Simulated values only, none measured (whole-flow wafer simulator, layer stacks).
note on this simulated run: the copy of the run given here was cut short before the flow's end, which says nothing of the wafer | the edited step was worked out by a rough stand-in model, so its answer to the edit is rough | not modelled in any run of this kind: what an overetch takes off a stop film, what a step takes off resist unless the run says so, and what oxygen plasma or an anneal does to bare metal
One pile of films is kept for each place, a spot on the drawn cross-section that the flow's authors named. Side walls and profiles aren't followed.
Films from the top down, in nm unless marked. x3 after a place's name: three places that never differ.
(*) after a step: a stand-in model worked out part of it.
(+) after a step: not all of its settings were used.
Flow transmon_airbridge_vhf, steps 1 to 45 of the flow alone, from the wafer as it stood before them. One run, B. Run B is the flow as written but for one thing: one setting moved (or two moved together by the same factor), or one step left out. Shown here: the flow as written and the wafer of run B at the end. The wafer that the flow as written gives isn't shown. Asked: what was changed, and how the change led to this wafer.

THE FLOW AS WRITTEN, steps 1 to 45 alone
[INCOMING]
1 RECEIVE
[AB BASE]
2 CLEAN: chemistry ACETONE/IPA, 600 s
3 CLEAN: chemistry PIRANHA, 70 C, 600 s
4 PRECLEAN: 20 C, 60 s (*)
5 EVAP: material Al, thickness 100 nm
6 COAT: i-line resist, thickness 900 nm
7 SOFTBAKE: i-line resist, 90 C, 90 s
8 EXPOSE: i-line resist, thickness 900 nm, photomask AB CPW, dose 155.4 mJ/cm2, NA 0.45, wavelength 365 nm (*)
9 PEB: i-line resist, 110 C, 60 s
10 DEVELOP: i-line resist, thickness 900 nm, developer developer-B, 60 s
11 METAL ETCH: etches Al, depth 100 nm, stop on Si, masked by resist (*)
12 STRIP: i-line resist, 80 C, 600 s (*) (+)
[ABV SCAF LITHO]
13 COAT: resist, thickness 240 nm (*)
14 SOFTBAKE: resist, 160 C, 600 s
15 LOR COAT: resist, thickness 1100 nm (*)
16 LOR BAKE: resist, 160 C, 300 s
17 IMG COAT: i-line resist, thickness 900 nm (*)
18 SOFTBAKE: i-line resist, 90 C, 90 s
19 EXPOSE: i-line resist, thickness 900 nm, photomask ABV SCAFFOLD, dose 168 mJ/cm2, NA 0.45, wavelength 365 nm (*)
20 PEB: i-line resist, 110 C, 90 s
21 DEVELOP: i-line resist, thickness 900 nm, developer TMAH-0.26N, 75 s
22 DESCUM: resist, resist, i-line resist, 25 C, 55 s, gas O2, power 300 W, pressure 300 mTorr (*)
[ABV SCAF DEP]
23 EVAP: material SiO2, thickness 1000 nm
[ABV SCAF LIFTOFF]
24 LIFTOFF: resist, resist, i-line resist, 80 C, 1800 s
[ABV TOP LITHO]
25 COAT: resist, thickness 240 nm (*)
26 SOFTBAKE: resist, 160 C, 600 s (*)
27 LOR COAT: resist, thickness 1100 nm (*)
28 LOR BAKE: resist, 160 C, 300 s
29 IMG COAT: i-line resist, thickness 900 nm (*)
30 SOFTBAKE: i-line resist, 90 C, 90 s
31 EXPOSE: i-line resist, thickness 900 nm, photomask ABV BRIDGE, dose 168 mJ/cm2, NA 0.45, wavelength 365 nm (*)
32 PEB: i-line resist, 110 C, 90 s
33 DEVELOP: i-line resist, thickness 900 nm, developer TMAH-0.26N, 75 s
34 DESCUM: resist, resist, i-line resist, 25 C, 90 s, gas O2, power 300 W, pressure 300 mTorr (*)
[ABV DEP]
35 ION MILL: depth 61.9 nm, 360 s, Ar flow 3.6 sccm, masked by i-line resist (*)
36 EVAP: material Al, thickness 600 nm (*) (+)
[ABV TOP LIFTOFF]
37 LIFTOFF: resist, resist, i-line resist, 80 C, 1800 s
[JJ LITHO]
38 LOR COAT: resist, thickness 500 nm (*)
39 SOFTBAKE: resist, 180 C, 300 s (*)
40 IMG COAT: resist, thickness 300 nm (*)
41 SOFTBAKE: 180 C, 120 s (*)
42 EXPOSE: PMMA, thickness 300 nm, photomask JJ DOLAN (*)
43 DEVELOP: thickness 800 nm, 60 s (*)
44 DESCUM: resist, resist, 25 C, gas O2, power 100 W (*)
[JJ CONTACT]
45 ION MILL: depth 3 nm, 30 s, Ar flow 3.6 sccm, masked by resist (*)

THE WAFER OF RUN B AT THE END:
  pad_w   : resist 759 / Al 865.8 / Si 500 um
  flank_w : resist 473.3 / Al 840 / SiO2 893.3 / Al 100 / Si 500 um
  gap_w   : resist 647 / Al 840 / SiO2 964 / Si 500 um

The cause: step 36, EVAP: thickness 840 nm was run, where the flow has thickness 600 nm.
It can be read off the wafer: flank_w has Al 840, and step 36 as written asks for 600 nm.

How the change led to this, step by step:
  36 EVAP: material Al, thickness 600 nm (*) (+)
      field x3, jj_line, ground_far and 10 more: Al +840 (new film) (as written it would be: Al +600 (new film))
      pad_w, pad_e: Al +827.7 (as written it would be: Al +591.2)
  37 LIFTOFF: resist, resist, i-line resist, 80 C, 1800 s
      field x3, jj_line, trace_open_s x2: Al -840 (all of it), i-line resist -600 (all of it), resist -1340 (all of it) (as written it would be: Al -600 (all of it), i-line resist -600 (all of it), resist -1340 (all of it))
      margin_s, margin_n: Al -840 (all of it), i-line resist -318.3 (all of it), resist -992 (all of it) (as written it would be: Al -600 (all of it), i-line resist -318.3 (all of it), resist -992 (all of it))
      (and at 1 more place)
  38 LOR COAT: resist, thickness 500 nm (*)
      pad_w, pad_e: resist +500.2 (new film) (as written it would be: resist +517 (new film))
      gap_w, gap_e: resist +441.1 (new film) (as written it would be: resist +450.7 (new film))
      (and at 4 more places)
  40 IMG COAT: resist, thickness 300 nm (*)
      pad_w, pad_e: resist +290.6 (as written it would be: resist +300.1)
      flank_w, flank_e: resist +204.3 (as written it would be: resist +212.1)
      (and at 4 more places)
